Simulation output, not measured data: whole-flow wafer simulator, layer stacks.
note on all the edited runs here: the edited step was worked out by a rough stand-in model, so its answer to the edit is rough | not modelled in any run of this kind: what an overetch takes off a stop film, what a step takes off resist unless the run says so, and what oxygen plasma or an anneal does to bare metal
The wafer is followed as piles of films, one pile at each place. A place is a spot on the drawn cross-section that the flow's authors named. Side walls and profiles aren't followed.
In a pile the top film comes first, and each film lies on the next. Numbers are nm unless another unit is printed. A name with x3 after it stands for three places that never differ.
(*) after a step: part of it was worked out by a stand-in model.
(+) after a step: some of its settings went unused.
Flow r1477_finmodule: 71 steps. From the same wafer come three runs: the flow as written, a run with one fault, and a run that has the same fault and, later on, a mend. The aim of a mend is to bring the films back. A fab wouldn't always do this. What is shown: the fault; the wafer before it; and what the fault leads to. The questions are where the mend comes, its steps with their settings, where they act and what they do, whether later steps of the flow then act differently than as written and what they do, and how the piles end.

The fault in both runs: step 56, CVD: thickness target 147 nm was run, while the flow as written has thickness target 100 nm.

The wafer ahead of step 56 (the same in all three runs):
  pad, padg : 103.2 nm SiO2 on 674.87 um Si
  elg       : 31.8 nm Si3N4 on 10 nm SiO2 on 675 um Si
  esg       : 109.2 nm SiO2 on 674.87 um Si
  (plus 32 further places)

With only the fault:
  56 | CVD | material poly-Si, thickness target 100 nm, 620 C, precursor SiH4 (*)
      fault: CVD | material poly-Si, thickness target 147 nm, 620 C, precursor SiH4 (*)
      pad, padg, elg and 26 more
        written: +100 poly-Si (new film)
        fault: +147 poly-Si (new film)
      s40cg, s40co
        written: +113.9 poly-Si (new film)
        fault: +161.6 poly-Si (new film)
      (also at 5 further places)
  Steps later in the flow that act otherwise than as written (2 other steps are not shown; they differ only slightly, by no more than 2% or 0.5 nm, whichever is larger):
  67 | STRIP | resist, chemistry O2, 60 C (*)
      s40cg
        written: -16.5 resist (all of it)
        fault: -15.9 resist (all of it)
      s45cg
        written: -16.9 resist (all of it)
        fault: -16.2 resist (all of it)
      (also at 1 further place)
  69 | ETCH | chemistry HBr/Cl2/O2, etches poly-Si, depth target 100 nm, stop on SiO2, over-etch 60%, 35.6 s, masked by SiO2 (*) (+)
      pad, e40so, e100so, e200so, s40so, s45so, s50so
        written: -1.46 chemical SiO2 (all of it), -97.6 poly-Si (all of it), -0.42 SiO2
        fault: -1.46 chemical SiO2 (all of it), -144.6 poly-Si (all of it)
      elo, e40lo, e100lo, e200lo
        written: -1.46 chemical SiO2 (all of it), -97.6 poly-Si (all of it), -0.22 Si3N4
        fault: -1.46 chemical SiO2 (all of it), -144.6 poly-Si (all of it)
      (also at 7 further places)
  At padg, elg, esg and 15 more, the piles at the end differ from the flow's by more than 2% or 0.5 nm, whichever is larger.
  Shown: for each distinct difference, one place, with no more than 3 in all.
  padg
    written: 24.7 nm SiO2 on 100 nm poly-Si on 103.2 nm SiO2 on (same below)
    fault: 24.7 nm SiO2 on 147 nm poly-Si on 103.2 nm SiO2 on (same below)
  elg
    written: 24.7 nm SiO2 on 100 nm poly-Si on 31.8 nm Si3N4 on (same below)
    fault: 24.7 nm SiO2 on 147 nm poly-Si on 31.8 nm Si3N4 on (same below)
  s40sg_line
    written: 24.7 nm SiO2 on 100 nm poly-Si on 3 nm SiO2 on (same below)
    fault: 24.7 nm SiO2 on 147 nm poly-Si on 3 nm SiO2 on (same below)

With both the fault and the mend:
  The mend stands after step 56.
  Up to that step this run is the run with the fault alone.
  56a | ETCH | chemistry tmah, depth target 260.2 nm
      pad, padg, elg and 26 more
        -147 poly-Si (all of it)
      s40cg, s40co
        -161.6 poly-Si (all of it)
      s45cg, s45co
        -161.2 poly-Si (all of it)
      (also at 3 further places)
  56b | CLEAN | chemistry SC1, 46 C, 45 s (*) (the flow's step 48 again)
      s40sg_line, s45sg_line, s50sg_line, s40so_line, s45so_line, s50so_line
        -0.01 SiO2
  56c | CVD | material poly-Si, thickness target 100 nm, 620 C, precursor SiH4 (*) (the flow's step 56 again)
      pad, padg, elg and 26 more
        +100 poly-Si (new film)
      s40cg, s40co
        +113.9 poly-Si (new film)
      s45cg, s45co
        +113.4 poly-Si (new film)
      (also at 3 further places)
  None of the later steps of the flow differs from how it acts as written, at any place that is followed, by more than 2% or 0.5 nm, whichever is larger.
  When the end is reached, the piles differ only a little from the flow's at the places that both follow, at most by 2% or 0.5 nm, whichever is larger.
